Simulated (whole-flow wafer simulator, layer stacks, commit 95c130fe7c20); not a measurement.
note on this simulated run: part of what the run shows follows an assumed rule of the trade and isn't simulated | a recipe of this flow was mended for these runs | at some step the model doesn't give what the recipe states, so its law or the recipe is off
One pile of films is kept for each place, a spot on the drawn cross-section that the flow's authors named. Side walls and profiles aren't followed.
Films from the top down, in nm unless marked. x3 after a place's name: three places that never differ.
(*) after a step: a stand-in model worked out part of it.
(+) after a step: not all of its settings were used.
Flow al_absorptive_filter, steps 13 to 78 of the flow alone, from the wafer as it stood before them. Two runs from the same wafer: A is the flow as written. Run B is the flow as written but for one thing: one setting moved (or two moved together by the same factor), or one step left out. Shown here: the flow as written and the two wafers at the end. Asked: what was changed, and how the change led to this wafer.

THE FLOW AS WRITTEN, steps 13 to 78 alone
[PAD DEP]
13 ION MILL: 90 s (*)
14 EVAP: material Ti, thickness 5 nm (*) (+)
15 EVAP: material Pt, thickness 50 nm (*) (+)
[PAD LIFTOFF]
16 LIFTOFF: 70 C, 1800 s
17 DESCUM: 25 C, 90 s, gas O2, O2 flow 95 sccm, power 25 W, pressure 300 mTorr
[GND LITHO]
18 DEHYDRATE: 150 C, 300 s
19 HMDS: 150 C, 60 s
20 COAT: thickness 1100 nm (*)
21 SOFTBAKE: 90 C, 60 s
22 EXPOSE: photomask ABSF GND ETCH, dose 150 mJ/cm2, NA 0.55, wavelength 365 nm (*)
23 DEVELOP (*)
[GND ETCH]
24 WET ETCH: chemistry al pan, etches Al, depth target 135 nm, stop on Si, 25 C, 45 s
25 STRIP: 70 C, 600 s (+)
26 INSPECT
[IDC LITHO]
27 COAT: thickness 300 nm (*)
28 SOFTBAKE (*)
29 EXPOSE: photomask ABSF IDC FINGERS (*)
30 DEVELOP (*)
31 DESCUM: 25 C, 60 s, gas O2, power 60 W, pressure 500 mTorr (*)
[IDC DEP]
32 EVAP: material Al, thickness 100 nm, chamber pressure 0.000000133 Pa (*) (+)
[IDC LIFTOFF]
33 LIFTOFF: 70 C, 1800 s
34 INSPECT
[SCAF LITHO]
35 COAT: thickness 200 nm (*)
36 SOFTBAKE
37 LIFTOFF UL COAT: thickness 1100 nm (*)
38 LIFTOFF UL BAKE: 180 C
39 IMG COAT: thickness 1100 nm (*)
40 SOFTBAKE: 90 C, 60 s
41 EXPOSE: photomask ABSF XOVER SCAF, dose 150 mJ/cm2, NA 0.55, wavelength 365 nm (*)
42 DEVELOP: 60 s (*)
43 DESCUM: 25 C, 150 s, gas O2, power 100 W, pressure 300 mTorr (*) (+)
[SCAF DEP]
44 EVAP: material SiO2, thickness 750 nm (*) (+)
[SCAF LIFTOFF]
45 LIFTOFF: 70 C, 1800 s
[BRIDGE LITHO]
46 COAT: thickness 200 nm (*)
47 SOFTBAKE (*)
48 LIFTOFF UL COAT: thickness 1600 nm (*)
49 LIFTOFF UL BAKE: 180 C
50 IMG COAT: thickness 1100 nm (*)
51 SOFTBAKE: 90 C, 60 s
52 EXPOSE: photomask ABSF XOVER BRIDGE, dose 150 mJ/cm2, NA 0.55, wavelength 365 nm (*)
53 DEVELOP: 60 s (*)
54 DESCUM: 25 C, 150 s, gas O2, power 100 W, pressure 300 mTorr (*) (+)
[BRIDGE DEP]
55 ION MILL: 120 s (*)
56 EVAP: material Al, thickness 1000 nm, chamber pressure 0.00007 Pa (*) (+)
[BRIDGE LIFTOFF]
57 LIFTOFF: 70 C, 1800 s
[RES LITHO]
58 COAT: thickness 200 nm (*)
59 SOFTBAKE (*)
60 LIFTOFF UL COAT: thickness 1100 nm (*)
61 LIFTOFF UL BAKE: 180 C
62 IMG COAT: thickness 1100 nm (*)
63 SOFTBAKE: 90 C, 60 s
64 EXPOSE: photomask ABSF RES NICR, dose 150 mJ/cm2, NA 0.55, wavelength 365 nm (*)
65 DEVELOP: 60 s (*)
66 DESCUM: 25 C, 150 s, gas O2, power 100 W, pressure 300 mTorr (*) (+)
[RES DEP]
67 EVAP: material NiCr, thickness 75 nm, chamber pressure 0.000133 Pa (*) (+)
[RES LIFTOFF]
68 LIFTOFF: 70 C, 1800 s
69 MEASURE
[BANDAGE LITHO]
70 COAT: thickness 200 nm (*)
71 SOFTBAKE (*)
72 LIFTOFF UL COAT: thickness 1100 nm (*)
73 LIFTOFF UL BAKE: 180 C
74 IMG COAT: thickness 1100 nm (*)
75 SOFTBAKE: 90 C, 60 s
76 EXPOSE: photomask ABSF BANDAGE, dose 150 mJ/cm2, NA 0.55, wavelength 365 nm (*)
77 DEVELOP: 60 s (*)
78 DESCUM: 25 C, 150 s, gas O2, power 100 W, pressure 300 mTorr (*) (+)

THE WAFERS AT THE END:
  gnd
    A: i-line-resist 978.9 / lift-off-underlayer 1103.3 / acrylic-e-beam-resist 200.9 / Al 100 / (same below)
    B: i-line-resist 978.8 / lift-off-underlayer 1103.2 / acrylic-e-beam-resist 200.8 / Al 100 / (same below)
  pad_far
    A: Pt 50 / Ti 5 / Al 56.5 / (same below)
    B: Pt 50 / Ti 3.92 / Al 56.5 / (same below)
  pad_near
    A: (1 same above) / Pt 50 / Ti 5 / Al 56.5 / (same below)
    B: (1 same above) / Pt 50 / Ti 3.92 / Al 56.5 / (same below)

The cause: step 14, EVAP: thickness 3.92 nm was run, where the flow has thickness 5 nm.
It can be read off the wafer: pad_far has Ti 3.92, and step 14 as written asks for 5 nm.

How the change led to this, step by step:
  14 EVAP: material Ti, thickness 5 nm (*) (+)
      gnd, pad_far, pad_near and 11 more: A Ti +5 (new film) | B Ti +3.92 (new film)
  16 LIFTOFF: 70 C, 1800 s
      gnd, ledge, res and 9 more: A Pt -50 (all of it), Ti -5 (all of it), i-line-resist -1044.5 (all of it), lift-off-underlayer -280 (all of it) | B Pt -50 (all of it), Ti -3.92 (all of it), i-line-resist -1044.5 (all of it), lift-off-underlayer -280 (all of it)
